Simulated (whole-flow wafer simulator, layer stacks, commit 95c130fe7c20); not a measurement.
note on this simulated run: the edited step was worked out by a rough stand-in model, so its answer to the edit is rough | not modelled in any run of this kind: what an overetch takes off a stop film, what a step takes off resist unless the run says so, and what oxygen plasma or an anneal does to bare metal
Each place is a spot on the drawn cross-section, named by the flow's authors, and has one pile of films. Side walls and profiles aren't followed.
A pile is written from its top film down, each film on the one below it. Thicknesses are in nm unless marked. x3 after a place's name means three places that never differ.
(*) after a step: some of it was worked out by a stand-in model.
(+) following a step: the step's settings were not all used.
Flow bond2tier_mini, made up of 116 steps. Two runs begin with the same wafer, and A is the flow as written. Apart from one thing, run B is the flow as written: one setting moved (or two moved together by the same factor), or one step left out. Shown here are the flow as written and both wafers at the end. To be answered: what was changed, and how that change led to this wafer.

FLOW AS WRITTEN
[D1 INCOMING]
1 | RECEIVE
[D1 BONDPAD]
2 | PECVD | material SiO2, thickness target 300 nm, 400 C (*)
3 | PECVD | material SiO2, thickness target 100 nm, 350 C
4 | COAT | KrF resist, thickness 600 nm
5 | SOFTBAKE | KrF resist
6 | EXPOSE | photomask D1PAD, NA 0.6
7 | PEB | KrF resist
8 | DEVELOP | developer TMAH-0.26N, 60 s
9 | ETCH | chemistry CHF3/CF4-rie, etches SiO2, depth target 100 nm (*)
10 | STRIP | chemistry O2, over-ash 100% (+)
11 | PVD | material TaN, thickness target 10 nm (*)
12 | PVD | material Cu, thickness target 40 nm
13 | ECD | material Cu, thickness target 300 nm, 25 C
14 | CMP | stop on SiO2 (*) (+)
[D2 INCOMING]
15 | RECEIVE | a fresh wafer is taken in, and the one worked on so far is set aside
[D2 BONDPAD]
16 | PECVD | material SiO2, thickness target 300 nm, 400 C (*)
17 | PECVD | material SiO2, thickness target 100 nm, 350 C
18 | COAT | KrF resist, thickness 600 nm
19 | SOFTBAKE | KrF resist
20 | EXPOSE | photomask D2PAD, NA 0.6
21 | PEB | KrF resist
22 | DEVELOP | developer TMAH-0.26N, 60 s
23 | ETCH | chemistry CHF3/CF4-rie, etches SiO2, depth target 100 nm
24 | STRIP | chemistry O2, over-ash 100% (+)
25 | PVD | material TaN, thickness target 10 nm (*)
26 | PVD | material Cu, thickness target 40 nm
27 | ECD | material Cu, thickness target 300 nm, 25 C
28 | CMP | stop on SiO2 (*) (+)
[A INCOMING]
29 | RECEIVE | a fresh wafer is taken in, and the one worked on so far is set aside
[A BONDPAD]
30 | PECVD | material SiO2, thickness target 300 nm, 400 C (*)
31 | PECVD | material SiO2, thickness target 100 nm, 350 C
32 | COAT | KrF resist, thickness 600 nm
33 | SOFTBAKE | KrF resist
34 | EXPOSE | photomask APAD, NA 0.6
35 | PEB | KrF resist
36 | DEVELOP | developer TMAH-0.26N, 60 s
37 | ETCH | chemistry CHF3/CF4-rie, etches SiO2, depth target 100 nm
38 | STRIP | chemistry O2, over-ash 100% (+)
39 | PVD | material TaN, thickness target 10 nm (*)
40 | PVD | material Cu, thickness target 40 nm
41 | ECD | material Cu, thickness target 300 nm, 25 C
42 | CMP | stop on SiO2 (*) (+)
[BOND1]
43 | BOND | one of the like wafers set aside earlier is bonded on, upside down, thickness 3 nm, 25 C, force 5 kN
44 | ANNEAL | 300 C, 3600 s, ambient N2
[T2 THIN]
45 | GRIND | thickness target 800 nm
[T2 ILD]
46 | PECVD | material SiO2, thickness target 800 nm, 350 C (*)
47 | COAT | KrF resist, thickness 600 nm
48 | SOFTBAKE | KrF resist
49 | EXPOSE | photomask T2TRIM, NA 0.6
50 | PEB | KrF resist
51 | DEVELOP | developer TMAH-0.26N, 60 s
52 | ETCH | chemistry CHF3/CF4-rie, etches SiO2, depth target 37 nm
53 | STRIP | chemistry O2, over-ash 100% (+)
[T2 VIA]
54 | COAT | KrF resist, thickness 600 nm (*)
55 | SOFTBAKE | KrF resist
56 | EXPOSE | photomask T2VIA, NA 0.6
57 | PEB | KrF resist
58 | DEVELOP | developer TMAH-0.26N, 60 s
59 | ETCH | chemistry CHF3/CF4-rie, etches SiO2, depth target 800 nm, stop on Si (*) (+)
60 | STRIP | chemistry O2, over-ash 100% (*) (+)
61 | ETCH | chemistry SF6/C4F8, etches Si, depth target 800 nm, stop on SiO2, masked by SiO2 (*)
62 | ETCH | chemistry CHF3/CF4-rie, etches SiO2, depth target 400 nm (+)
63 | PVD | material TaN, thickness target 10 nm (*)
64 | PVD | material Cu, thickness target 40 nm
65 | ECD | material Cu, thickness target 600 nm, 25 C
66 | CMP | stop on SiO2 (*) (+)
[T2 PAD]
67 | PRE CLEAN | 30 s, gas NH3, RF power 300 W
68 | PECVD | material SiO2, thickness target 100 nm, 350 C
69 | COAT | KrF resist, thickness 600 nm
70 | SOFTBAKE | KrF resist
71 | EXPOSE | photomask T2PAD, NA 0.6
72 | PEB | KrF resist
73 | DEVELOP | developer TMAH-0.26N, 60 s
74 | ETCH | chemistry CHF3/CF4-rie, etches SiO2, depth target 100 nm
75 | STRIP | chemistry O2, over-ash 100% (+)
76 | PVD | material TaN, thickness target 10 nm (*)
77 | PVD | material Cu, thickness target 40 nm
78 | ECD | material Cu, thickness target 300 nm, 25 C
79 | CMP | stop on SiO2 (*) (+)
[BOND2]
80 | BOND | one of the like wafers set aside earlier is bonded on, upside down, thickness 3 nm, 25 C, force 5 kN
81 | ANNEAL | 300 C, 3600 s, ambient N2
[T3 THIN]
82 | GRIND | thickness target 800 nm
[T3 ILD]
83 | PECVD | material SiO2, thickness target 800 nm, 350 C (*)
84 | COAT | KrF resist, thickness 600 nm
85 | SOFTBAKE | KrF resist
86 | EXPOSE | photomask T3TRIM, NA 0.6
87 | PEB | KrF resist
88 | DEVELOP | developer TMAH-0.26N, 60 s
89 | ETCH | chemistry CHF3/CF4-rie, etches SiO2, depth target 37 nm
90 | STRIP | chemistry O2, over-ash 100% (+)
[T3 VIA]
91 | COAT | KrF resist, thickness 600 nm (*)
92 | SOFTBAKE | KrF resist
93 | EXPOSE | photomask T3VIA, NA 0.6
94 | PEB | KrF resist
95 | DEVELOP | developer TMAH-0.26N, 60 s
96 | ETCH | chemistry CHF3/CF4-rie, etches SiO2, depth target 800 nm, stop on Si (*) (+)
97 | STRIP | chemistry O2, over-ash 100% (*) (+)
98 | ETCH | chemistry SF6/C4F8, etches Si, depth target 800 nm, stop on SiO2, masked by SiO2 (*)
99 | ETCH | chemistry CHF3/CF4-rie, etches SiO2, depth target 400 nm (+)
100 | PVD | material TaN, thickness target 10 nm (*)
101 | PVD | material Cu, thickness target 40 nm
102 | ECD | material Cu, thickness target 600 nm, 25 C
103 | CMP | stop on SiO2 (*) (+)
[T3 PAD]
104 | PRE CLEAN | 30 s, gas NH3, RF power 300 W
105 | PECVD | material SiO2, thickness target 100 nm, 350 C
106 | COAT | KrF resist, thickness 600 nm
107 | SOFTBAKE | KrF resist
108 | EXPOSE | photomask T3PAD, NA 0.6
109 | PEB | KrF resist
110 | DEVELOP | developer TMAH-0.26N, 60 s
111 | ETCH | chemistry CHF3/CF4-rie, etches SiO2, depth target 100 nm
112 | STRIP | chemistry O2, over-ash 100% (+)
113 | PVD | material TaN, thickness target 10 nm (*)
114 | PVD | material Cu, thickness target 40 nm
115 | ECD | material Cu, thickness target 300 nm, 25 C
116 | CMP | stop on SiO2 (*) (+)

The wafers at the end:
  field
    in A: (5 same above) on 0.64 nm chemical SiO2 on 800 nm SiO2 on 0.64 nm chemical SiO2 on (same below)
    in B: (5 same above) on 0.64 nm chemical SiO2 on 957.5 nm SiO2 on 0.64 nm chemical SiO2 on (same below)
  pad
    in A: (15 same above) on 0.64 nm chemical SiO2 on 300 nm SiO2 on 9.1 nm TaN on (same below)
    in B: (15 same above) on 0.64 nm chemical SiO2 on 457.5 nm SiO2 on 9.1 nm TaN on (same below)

The reason: step 2, PECVD: thickness target 457.5 nm was run, though the flow has thickness target 300 nm.
One can read it off the wafer: pad has SiO2 457.5, and step 2 as written asks for 300 nm.

How this came from the change, step by step:
  2 | PECVD | material SiO2, thickness target 300 nm, 400 C (*)
      field, pad, via: A SiO2 gains 300 (new film) | B SiO2 gains 457.5 (new film)
  43 | BOND | one of the like wafers set aside earlier is bonded on, upside down, thickness 3 nm, 25 C, force 5 kN
      field: A Si gains 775 um (new film), chemical SiO2 gains 0.64 (new film), SiO2 gains 400 | B Si gains 775 um (new film), chemical SiO2 gains 0.64 (new film), SiO2 gains 557.5
      pad: A Si gains 775 um (new film), chemical SiO2 gains 0.64 (new film), SiO2 gains 300 (new film), TaN gains 9.1 (new film), Cu gains 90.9 | B Si gains 775 um (new film), chemical SiO2 gains 0.64 (new film), SiO2 gains 457.5 (new film), TaN gains 9.1 (new film), Cu gains 90.9
      (as well as at 1 more place)
